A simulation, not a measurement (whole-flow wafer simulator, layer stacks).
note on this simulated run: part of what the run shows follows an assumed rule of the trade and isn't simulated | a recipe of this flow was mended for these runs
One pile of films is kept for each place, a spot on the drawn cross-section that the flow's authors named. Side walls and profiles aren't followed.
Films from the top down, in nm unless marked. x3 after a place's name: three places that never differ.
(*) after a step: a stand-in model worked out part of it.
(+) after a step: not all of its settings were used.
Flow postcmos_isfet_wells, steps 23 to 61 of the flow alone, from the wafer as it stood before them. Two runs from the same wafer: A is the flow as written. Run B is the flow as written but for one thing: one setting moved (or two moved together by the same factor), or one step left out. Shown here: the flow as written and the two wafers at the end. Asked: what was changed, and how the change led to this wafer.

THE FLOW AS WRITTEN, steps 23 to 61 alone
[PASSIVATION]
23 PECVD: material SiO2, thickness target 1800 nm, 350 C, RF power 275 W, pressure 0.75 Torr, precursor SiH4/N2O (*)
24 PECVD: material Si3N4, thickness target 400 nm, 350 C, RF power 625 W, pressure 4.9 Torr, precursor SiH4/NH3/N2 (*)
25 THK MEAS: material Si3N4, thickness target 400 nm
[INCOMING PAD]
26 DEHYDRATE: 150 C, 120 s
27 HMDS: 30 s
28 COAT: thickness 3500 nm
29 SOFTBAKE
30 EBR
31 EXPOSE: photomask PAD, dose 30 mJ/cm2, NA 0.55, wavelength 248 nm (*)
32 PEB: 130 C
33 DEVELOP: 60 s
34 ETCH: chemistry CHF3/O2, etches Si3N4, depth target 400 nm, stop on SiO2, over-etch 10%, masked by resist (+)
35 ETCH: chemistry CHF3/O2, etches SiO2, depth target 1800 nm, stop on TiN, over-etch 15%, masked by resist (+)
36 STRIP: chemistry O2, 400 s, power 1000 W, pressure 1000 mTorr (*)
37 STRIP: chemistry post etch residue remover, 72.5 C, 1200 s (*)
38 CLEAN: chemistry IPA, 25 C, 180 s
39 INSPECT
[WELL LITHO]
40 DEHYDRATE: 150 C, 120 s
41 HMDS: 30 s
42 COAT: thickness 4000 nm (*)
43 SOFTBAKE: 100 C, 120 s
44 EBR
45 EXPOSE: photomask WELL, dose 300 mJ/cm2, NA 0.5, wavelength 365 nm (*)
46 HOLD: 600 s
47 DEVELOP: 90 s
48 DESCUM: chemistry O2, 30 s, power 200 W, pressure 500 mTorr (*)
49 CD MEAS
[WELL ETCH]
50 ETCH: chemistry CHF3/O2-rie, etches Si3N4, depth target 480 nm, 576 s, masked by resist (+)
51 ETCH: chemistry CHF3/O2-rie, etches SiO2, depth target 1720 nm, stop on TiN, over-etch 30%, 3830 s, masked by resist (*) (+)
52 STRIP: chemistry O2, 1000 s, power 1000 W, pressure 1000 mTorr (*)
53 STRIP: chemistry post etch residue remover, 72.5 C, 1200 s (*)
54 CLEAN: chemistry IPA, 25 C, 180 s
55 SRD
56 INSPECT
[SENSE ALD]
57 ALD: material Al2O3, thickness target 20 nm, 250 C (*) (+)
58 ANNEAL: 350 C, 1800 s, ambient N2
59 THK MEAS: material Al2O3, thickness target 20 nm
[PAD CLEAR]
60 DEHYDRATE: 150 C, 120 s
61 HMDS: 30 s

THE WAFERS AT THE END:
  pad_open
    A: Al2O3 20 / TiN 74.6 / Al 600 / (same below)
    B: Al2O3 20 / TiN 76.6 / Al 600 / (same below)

The cause: step 34, ETCH: depth target 360 nm was run, where the flow has depth target 400 nm.

How the change led to this, step by step:
  34 ETCH: chemistry CHF3/O2, etches Si3N4, depth target 400 nm, stop on SiO2, over-etch 10%, masked by resist (+)
      pad_open: A Si3N4 -400 (all of it), SiO2 -20 | B Si3N4 -396
      field, margin x2, well900 x4, pad_clr: A thick-KrF-resist -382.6 | B thick-KrF-resist -344.3
  35 ETCH: chemistry CHF3/O2, etches SiO2, depth target 1800 nm, stop on TiN, over-etch 15%, masked by resist (+)
      pad_open: A SiO2 -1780 (all of it), TiN -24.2 | B Si3N4 -4 (all of it), SiO2 -1800 (all of it), TiN -22.1
